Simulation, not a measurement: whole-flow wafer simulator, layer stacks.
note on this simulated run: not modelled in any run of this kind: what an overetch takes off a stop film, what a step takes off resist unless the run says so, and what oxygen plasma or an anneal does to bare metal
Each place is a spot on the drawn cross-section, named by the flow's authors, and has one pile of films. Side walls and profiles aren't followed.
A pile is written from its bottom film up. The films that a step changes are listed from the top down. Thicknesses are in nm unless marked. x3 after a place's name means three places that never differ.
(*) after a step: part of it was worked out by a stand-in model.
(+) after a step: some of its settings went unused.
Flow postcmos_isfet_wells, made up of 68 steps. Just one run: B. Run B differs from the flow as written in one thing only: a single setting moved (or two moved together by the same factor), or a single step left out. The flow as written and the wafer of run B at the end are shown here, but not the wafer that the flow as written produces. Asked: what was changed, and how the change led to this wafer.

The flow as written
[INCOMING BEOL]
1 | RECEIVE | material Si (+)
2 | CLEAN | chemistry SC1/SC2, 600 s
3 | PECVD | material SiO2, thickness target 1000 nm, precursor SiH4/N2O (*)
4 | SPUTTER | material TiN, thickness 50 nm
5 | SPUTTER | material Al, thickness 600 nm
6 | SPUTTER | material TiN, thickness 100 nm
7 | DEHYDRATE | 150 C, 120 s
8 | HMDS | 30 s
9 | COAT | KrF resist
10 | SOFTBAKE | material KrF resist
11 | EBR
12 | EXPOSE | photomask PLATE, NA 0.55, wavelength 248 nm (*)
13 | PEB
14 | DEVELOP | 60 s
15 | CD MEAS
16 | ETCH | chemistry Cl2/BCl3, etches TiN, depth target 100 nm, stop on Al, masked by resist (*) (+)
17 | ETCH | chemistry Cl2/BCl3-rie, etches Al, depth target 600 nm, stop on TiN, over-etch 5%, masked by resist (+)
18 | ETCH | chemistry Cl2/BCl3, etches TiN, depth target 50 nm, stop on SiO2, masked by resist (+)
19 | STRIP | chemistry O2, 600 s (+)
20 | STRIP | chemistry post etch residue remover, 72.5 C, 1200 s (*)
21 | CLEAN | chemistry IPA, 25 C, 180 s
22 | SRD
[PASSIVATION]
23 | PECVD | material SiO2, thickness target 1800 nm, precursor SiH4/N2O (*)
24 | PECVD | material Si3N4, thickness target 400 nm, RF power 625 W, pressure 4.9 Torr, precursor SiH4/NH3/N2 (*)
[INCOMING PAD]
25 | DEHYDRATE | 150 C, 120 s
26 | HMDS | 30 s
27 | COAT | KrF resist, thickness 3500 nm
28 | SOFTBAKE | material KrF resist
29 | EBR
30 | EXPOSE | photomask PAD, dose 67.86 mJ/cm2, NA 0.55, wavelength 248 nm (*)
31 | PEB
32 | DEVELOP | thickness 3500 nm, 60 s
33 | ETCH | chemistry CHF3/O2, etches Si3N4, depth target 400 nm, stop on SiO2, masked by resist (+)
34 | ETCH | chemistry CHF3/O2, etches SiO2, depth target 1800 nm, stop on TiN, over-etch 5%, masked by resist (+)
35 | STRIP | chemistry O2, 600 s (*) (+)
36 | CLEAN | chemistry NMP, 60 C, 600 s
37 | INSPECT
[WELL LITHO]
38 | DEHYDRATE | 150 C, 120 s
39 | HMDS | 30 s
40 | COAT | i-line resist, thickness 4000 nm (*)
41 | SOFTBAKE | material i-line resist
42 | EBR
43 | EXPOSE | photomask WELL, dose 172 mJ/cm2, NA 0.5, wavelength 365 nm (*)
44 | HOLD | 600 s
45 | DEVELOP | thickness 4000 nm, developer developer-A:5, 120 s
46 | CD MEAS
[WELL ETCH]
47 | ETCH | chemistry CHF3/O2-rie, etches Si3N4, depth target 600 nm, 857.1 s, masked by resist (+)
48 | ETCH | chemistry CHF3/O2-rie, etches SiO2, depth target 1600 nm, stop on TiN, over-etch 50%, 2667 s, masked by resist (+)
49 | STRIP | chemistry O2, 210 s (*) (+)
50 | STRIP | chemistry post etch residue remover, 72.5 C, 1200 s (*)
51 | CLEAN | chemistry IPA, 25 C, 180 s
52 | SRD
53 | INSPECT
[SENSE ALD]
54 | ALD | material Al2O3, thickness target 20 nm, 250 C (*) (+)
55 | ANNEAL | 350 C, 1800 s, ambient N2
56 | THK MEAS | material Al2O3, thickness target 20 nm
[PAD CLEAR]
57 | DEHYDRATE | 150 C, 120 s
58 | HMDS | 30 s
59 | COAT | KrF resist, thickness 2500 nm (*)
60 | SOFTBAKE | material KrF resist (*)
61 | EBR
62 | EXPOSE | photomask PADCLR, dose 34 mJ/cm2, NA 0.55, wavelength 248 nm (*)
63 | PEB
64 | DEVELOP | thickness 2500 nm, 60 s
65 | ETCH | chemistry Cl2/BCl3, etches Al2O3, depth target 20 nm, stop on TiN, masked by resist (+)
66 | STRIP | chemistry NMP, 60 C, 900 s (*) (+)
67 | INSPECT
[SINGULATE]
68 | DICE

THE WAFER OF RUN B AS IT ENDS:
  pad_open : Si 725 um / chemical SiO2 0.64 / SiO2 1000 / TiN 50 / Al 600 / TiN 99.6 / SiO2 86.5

Cause: step 33, ETCH: depth target 317.6 nm was run, whereas the flow has depth target 400 nm.

How this came from the change, step by step:
  33 | ETCH | chemistry CHF3/O2, etches Si3N4, depth target 400 nm, stop on SiO2, masked by resist (+)
      pad_open: -317.6 Si3N4 (in the flow as written it would be: -400 Si3N4 (all of it))
      field, margin, well900, well1300 x3, pad_rim, pad_clr: -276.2 KrF resist (in the flow as written it would be: -347.8 KrF resist)
  34 | ETCH | chemistry CHF3/O2, etches SiO2, depth target 1800 nm, stop on TiN, over-etch 5%, masked by resist (+)
      pad_open: -82.4 Si3N4 (all of it), -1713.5 SiO2 (in the flow as written it would be: -1800 SiO2 (all of it))
  35 | STRIP | chemistry O2, 600 s (*) (+)
      field, margin, well900, well1300 x3, pad_rim, pad_clr: -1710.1 KrF resist (all of it) (in the flow as written it would be: -1638.4 KrF resist (all of it))
  41 | SOFTBAKE | material i-line resist
      pad_clr: -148 i-line resist (in the flow as written it would be: -156.7 i-line resist)
      pad_open: +111.5 i-line resist (in the flow as written it would be: +115.3 i-line resist)
